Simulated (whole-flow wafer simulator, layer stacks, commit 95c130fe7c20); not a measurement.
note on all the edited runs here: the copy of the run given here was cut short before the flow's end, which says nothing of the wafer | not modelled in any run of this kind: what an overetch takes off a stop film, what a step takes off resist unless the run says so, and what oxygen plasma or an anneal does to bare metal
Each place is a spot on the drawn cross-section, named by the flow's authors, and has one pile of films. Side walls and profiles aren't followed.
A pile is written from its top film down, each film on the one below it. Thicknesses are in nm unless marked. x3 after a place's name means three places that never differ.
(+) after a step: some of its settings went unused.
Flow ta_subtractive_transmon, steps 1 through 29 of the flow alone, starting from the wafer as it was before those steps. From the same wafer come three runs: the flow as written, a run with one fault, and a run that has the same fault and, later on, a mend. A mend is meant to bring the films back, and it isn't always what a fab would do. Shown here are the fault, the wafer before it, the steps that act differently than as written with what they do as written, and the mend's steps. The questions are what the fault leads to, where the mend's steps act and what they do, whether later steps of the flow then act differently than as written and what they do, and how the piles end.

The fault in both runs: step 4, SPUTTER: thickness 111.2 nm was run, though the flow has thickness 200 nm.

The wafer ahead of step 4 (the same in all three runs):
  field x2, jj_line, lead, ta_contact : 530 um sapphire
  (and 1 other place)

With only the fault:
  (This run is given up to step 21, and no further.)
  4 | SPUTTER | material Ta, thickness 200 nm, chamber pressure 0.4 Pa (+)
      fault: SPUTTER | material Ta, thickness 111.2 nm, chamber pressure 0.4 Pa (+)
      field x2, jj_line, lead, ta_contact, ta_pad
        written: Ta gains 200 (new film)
        fault: Ta gains 111.2 (new film)
  Steps later in the flow that act otherwise than as written:
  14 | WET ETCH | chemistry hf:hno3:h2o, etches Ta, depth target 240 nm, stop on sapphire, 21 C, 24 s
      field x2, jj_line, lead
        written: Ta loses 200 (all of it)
        fault: Ta loses 111.2 (all of it)
  Once step 21 is done, the piles at ta_contact, ta_pad depart from the flow's by more than 2% or 0.5 nm, whichever is larger.
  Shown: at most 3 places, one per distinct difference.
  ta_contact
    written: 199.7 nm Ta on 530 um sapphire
    fault: 110.9 nm Ta on 530 um sapphire

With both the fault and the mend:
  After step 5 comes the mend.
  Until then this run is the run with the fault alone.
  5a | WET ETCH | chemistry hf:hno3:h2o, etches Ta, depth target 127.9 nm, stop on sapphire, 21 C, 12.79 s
      field x2, jj_line, lead, ta_contact, ta_pad
        Ta loses 111.2 (all of it)
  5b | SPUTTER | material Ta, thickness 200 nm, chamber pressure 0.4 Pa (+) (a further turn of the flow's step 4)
      field x2, jj_line, lead, ta_contact, ta_pad
        Ta gains 200 (new film)
  Later steps of the flow that are run all act as written at every place that is followed.
  At every place that both follow, the piles at the end match the flow's.
